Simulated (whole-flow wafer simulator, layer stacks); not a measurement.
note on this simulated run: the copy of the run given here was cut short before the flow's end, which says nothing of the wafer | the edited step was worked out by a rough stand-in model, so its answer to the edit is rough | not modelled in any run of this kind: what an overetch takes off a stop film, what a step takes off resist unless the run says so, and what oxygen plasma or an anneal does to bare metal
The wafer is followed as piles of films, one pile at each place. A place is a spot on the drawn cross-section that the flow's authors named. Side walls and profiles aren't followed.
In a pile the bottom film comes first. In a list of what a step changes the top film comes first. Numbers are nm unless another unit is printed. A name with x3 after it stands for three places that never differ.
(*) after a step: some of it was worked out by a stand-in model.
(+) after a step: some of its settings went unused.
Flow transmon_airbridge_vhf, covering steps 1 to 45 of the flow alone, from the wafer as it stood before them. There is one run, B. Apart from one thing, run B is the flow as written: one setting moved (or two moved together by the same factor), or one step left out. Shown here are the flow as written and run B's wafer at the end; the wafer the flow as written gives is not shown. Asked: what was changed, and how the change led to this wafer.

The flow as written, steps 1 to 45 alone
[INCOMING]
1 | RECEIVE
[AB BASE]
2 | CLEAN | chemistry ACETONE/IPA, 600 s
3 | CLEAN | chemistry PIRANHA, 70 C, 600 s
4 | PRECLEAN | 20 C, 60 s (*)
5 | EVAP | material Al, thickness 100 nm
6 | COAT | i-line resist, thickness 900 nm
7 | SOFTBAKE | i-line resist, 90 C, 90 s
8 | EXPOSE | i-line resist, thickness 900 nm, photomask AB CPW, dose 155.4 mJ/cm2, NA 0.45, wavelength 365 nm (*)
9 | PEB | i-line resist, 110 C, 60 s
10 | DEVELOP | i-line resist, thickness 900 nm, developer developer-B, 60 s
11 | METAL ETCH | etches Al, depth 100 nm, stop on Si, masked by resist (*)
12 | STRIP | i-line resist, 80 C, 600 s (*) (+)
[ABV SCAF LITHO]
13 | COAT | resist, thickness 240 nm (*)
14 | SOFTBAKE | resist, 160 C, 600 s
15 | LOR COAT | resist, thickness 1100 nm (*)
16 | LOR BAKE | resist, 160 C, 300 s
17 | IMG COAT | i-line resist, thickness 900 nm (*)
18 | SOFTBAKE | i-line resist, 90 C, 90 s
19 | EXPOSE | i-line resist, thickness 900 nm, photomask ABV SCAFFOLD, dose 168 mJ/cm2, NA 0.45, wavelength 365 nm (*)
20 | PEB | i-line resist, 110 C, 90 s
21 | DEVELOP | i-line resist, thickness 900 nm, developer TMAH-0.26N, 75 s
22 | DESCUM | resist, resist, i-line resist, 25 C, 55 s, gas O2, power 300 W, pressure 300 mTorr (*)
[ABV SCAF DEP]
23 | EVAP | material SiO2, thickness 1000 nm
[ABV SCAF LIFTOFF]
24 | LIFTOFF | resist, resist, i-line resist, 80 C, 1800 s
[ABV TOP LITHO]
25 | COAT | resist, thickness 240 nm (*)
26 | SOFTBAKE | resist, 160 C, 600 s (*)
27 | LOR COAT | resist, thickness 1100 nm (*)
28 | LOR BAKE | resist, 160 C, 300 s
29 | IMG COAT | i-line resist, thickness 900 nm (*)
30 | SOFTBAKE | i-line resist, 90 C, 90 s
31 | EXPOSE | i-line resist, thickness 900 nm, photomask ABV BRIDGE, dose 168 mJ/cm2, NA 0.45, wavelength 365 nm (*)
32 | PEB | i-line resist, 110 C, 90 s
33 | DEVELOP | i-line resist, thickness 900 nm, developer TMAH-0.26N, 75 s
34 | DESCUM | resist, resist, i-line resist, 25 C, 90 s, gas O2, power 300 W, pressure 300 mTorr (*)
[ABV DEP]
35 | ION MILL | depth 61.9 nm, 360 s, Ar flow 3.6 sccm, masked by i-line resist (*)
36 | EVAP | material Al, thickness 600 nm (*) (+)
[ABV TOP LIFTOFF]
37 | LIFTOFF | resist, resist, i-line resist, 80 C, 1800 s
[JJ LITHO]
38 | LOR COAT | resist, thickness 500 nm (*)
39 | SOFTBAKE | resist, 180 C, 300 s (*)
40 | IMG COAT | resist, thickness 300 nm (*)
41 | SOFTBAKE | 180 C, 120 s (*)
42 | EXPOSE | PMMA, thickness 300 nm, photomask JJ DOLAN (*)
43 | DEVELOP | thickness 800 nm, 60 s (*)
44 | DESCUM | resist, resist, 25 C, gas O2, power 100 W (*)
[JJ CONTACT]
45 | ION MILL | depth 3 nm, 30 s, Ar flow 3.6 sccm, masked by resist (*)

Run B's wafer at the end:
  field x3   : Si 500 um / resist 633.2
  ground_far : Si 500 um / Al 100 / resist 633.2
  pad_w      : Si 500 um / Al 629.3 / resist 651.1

The reason: step 40, IMG COAT: thickness 165 nm was run, though the flow has thickness 300 nm.

Step by step, how the change led to this:
  40 | IMG COAT | resist, thickness 300 nm (*)
      field x3, jj_line, ground_far, trace_open_s x2: +165 resist (as written it would have been: +300 resist)
      pad_w, pad_e: +165.8 resist (as written it would have been: +300.1 resist)
      (also at 8 further places)
  43 | DEVELOP | thickness 800 nm, 60 s (*)
      jj_line: -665 resist (all of it) (as written it would have been: -800 resist (all of it))
